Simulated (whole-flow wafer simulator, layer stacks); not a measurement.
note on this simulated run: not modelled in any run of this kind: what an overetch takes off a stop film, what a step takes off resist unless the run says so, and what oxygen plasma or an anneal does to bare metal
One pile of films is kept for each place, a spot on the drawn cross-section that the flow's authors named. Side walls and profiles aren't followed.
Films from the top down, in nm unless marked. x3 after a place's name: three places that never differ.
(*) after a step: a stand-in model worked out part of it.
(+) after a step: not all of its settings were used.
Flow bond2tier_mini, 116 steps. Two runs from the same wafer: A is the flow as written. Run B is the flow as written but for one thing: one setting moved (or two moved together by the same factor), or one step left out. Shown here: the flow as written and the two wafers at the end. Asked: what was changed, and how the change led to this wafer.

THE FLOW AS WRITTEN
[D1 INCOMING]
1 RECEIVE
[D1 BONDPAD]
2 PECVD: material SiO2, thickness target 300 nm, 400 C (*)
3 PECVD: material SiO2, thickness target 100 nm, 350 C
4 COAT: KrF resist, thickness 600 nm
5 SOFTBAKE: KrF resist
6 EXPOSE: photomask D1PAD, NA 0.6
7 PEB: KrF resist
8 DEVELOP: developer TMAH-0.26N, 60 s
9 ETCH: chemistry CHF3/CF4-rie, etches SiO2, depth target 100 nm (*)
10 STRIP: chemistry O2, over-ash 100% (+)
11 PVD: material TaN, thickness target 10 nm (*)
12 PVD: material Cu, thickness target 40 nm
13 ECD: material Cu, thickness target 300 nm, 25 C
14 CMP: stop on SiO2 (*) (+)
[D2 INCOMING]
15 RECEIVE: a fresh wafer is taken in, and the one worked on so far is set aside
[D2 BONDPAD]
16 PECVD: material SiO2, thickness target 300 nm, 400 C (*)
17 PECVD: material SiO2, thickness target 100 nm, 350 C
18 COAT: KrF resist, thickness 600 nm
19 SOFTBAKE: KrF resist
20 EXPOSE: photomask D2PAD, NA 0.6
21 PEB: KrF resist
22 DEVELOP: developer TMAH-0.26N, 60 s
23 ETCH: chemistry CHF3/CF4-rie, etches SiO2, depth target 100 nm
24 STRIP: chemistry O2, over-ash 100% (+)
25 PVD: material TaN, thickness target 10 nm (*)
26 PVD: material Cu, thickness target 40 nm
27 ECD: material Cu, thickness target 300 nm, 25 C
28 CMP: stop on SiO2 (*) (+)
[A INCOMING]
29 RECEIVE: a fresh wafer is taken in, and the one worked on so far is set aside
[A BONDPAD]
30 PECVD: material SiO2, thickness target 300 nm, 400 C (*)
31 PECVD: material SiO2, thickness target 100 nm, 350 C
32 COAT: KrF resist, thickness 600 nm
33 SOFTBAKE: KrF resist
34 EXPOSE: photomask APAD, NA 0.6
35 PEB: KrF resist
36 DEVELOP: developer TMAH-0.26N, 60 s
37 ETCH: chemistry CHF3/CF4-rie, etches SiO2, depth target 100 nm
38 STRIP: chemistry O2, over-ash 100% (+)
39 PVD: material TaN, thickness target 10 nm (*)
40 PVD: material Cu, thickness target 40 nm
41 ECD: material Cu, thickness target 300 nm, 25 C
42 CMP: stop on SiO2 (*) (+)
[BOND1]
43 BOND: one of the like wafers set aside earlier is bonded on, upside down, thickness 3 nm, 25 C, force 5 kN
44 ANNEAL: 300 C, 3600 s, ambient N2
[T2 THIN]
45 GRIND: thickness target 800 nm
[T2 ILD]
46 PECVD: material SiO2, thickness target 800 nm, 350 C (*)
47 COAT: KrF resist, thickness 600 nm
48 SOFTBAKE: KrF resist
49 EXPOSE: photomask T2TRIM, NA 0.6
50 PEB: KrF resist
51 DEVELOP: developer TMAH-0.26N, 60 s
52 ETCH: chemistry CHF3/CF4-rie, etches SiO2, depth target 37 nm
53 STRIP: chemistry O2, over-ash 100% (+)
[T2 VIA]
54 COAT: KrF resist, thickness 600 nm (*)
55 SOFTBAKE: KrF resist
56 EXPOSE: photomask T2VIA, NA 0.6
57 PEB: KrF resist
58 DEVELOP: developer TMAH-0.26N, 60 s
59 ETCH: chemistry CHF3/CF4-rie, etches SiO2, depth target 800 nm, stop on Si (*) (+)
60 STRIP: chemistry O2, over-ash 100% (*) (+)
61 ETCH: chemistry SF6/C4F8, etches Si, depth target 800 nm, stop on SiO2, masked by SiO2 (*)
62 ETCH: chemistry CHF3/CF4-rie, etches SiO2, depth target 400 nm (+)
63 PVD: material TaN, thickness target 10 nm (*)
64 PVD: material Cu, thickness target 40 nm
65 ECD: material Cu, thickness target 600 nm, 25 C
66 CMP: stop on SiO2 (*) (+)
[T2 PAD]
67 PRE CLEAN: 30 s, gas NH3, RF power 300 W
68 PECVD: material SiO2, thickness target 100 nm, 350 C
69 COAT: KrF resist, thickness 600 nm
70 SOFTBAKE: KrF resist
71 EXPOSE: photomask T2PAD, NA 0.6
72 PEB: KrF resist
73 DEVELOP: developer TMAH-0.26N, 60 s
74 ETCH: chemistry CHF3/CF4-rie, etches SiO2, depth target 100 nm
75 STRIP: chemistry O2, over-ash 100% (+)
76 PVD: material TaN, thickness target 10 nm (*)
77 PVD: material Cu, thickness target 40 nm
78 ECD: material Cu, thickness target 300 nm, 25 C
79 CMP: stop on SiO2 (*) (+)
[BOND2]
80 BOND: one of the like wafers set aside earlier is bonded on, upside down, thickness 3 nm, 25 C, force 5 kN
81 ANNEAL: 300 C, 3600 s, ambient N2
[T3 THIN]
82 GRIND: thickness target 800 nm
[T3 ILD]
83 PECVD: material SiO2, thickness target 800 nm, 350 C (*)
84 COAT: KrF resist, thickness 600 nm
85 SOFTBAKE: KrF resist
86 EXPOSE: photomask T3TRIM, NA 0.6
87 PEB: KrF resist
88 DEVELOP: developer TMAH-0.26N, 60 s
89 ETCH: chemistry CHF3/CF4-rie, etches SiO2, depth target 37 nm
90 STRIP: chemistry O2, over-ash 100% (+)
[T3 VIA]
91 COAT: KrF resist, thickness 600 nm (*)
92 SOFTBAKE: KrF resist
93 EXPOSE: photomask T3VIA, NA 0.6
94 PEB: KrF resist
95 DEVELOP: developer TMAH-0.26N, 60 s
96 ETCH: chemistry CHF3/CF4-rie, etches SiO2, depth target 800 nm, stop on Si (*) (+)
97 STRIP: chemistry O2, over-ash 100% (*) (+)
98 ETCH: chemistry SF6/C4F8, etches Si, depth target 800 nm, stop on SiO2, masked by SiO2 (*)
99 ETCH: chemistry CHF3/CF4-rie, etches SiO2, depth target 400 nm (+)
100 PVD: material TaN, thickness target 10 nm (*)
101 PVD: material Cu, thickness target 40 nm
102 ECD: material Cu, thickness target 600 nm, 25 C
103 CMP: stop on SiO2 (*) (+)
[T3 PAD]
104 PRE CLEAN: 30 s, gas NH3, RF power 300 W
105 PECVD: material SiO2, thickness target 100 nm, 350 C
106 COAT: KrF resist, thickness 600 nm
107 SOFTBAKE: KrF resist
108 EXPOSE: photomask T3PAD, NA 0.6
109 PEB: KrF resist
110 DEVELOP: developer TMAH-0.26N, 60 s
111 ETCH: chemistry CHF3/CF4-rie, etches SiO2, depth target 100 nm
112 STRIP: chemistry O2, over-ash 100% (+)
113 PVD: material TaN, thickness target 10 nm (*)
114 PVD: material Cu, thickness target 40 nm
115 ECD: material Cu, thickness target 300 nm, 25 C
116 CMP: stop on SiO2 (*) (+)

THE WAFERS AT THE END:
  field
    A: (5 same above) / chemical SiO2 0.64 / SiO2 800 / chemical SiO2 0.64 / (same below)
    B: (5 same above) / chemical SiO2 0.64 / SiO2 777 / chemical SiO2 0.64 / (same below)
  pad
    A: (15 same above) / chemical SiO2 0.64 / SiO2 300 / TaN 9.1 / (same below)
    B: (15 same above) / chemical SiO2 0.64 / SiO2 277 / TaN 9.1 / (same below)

The cause: step 3, PECVD: thickness target 77 nm was run, where the flow has thickness target 100 nm.

How the change led to this, step by step:
  3 PECVD: material SiO2, thickness target 100 nm, 350 C
      field, pad, via: A SiO2 +100 | B SiO2 +77
  43 BOND: one of the like wafers set aside earlier is bonded on, upside down, thickness 3 nm, 25 C, force 5 kN
      field: A Si +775 um (new film), chemical SiO2 +0.64 (new film), SiO2 +400 | B Si +775 um (new film), chemical SiO2 +0.64 (new film), SiO2 +377
      pad: A Si +775 um (new film), chemical SiO2 +0.64 (new film), SiO2 +300 (new film), TaN +9.1 (new film), Cu +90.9 | B Si +775 um (new film), chemical SiO2 +0.64 (new film), SiO2 +277 (new film), TaN +9.1 (new film), Cu +90.9
      (and at 1 more place)
